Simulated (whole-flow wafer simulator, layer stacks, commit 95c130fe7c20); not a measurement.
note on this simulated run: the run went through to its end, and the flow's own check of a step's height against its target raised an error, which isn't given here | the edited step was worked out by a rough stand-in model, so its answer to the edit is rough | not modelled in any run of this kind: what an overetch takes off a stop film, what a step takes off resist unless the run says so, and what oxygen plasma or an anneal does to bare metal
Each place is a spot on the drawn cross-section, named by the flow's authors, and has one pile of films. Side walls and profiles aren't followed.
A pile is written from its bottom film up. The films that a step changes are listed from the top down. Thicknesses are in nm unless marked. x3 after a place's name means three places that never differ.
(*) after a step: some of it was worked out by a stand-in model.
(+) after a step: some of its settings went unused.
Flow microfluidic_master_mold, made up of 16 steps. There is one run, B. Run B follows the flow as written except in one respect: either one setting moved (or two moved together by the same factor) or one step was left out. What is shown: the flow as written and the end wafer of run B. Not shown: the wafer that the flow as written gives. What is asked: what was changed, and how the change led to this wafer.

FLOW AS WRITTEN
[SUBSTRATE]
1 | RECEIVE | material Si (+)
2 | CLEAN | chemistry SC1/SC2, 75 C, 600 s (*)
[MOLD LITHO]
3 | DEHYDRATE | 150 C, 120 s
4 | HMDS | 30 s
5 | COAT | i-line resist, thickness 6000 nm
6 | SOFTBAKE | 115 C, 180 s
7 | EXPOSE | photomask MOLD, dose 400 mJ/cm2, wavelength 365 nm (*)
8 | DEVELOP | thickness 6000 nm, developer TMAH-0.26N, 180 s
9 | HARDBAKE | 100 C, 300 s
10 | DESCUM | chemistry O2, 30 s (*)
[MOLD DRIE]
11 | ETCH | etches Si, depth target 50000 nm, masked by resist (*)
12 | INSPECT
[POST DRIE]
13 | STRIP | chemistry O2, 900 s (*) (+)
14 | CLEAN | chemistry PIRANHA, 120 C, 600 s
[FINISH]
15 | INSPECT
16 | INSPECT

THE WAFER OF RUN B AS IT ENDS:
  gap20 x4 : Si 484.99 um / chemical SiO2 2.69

The reason: step 11, ETCH: depth target 40000 nm was run, though the flow has depth target 50000 nm.

Step by step, how the change led to this:
  11 | ETCH | etches Si, depth target 50000 nm, masked by resist (*)
      gap20 x4: -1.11 chemical SiO2 (all of it), -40 um Si (it would be, as written: -1.11 chemical SiO2 (all of it), -50 um Si)
      ridge: -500 i-line resist (it would be, as written: -625 i-line resist)
  13 | STRIP | chemistry O2, 900 s (*) (+)
      ridge: -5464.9 i-line resist (all of it), +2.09 chemical SiO2, -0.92 Si (it would be, as written: -5339.9 i-line resist (all of it), +2.09 chemical SiO2, -0.92 Si)
